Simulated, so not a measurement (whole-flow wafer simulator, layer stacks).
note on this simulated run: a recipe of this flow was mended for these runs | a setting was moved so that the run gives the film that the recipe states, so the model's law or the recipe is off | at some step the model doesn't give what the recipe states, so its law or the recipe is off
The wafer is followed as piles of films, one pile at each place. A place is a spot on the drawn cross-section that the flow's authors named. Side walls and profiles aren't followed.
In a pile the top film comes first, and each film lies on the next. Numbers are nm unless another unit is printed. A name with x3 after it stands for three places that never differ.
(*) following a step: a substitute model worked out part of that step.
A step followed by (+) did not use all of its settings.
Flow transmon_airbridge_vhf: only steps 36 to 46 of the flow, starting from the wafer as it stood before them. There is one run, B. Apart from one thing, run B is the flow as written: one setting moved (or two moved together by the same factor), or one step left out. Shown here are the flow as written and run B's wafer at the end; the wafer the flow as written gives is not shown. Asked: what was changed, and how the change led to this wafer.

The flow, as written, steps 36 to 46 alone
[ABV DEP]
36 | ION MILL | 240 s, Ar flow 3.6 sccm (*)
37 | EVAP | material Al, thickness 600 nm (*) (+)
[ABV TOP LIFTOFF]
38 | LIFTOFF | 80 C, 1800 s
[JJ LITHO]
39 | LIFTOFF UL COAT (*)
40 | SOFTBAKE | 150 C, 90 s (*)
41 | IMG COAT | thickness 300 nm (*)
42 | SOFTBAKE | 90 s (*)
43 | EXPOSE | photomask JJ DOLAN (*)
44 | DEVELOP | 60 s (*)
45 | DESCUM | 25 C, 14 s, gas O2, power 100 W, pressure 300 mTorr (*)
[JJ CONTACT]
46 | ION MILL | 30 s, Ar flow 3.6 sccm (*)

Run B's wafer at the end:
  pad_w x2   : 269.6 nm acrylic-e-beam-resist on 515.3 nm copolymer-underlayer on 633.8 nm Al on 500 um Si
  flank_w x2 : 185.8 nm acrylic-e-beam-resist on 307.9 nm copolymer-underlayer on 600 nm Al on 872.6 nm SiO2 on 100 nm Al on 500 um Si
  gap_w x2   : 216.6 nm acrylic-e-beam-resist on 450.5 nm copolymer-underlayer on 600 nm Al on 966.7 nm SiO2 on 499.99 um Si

Cause: step 36, ION MILL: 333 s was run, though the flow has 240 s.

How this came from the change, step by step:
  36 | ION MILL | 240 s, Ar flow 3.6 sccm (*)
      field x3, jj_line, ground_far, trace_open_s x2, margin_s, margin_n: i-line-resist loses 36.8 (in the flow as written it would be: i-line-resist loses 26.5)
      flank_w x2, gap_w x2, cpw_trace, bridge_strip: SiO2 loses 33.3 (in the flow as written it would be: SiO2 loses 24)
      (as well as at 2 more places)
  38 | LIFTOFF | 80 C, 1800 s
      margin_s, margin_n: Al loses 600 (all of it), i-line-resist loses 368 (all of it), lift-off-underlayer loses 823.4 (all of it), acrylic-e-beam-resist loses 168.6 (all of it) (in the flow as written it would be: Al loses 600 (all of it), i-line-resist loses 378.2 (all of it), lift-off-underlayer loses 823.4 (all of it), acrylic-e-beam-resist loses 168.6 (all of it))
